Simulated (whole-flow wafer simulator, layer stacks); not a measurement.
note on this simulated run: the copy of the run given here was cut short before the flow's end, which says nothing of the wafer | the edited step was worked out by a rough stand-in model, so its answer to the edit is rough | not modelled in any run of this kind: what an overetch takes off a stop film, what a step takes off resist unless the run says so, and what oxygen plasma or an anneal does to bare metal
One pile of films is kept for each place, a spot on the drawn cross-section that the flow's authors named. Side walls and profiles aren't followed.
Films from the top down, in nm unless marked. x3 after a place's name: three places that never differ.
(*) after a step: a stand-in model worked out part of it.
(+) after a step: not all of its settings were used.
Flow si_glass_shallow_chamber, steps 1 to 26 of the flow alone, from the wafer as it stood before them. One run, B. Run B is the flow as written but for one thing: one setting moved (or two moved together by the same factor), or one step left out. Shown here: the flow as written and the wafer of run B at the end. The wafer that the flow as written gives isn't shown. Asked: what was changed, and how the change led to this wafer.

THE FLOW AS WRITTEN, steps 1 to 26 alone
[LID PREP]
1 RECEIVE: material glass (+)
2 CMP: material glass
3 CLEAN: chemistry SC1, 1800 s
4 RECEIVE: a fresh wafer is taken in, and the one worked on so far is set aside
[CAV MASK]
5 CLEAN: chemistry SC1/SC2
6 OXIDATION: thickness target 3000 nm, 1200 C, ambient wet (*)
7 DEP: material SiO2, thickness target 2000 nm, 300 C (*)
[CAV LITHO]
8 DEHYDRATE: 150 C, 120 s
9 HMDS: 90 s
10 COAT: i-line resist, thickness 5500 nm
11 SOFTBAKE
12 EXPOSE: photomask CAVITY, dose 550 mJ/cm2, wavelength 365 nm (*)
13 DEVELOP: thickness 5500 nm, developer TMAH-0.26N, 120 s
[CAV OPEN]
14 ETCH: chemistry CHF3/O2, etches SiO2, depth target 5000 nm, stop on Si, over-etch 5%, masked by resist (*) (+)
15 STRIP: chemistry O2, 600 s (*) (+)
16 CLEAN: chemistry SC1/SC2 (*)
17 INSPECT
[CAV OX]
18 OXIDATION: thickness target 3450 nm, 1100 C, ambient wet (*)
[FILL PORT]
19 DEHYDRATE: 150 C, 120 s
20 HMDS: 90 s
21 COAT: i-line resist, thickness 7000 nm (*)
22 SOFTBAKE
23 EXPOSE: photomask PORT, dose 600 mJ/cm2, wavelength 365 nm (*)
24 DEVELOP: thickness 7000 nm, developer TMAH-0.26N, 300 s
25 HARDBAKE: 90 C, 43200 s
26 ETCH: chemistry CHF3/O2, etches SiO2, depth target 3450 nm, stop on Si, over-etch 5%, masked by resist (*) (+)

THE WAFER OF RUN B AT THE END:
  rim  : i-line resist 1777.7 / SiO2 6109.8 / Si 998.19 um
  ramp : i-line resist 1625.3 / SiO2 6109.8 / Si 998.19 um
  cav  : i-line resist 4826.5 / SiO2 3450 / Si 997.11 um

The cause: step 26, ETCH: over-etch 2.5% was run, where the flow has over-etch 5%.

How the change led to this, step by step:
  26 ETCH: chemistry CHF3/O2, etches SiO2, depth target 3450 nm, stop on Si, over-etch 5%, masked by resist (*) (+)
      rim, ramp, cav, ring: i-line resist -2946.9 (as written it would be: i-line resist -3018.8)
      port: SiO2 -3450 (all of it), Si -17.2 (as written it would be: SiO2 -3450 (all of it), Si -34.5)
      (and at 1 more place)
